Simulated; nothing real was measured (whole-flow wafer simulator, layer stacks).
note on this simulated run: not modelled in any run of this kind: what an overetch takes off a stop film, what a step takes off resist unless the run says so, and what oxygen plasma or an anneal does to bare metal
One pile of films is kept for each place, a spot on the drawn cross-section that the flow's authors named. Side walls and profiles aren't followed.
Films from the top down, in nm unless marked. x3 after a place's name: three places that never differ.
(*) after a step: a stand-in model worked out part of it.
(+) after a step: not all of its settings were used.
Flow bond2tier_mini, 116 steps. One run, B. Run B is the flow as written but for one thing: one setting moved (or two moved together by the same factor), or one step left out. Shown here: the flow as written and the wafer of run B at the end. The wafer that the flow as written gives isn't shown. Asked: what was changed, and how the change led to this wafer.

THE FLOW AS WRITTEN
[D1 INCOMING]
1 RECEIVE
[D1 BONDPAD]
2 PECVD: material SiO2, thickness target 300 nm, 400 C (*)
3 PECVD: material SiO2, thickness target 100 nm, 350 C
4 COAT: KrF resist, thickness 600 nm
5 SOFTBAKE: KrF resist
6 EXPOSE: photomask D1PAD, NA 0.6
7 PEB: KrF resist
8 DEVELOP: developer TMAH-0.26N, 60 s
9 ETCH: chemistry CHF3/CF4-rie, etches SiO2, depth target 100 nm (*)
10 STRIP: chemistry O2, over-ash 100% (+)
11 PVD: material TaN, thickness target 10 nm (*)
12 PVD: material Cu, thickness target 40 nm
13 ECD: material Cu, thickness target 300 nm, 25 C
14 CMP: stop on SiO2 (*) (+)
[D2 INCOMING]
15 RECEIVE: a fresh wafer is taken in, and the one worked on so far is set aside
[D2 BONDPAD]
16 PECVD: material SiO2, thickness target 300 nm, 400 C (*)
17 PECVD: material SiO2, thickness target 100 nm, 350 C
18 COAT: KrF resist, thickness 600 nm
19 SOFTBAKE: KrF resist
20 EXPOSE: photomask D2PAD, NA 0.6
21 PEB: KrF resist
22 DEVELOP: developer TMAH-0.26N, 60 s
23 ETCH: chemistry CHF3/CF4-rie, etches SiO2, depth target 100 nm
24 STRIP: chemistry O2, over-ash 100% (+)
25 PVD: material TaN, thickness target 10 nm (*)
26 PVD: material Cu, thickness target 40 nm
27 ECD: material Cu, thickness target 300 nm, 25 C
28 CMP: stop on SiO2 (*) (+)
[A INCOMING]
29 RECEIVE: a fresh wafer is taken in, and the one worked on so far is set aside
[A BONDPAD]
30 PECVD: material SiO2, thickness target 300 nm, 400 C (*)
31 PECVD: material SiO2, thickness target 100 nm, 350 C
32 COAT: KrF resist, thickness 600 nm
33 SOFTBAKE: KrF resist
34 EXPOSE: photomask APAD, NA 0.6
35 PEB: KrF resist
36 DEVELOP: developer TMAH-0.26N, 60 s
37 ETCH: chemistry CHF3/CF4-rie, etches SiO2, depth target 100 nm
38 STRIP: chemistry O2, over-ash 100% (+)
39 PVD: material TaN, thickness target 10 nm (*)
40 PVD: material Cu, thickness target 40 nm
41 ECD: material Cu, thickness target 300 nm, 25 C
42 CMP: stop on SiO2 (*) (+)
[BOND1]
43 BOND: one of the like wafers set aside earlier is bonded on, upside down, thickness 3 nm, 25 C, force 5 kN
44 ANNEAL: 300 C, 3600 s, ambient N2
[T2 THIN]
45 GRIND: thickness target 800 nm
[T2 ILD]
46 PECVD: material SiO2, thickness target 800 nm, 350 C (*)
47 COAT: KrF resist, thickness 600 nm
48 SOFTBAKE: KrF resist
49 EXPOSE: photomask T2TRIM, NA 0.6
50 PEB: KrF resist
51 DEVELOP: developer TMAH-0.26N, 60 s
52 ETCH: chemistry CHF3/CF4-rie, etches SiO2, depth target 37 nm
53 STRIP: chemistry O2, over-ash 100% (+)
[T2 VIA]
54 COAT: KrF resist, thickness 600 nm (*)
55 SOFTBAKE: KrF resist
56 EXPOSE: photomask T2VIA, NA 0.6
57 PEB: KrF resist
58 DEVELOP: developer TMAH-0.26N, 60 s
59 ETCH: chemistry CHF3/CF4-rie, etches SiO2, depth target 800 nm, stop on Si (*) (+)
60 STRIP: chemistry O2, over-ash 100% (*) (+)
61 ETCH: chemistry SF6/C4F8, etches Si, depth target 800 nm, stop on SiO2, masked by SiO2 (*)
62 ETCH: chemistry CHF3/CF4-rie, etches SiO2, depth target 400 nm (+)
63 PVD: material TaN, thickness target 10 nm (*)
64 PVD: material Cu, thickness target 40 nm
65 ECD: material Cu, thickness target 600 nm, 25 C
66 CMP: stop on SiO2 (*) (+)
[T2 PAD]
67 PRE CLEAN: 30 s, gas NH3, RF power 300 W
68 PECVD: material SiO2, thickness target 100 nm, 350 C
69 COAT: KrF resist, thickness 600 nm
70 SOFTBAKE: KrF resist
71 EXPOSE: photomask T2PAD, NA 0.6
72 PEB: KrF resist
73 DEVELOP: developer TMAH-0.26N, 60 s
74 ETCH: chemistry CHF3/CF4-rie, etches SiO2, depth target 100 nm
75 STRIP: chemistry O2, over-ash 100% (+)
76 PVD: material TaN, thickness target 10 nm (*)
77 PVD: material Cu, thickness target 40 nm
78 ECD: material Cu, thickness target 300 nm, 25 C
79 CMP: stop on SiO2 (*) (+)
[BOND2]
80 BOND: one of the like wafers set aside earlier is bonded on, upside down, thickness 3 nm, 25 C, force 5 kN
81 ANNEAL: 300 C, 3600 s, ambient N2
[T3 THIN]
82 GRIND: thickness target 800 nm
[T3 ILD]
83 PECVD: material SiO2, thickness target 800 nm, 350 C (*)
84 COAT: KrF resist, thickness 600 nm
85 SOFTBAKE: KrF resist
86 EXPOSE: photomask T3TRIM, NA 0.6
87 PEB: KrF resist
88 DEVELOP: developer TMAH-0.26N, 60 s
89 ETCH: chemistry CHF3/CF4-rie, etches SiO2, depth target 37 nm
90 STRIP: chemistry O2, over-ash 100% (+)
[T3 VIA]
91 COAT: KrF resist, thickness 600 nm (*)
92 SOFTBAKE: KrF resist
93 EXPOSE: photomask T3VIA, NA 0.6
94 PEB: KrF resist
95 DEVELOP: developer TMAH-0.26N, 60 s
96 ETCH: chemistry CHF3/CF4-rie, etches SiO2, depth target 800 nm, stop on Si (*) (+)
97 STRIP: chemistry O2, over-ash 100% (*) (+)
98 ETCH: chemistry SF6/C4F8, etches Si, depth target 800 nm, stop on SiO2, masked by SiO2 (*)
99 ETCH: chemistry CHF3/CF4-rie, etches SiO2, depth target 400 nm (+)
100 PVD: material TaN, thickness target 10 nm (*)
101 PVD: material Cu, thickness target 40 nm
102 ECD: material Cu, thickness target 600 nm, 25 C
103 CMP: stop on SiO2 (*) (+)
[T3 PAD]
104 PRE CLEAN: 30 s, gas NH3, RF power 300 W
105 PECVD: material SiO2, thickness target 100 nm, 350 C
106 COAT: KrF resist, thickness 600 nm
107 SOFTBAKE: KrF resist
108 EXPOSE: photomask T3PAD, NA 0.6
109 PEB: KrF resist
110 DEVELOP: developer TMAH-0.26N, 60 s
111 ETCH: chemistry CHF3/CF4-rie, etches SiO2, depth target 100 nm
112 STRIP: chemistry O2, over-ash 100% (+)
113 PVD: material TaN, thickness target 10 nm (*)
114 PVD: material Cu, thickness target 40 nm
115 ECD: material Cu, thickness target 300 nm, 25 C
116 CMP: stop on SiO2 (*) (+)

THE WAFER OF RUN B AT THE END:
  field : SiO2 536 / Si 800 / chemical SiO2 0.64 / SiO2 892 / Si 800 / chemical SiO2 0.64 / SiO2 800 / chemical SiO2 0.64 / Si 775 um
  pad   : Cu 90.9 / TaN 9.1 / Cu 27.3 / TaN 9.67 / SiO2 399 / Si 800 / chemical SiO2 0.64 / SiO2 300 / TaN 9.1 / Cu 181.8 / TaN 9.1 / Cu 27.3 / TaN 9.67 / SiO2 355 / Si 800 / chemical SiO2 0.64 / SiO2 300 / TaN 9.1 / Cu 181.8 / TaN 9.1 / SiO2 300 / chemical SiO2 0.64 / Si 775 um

The cause: step 99, ETCH: depth target 356 nm was run, where the flow has depth target 400 nm.

How the change led to this, step by step:
  99 ETCH: chemistry CHF3/CF4-rie, etches SiO2, depth target 400 nm (+)
      field, pad: SiO2 -356 (as written it would be: SiO2 -400)
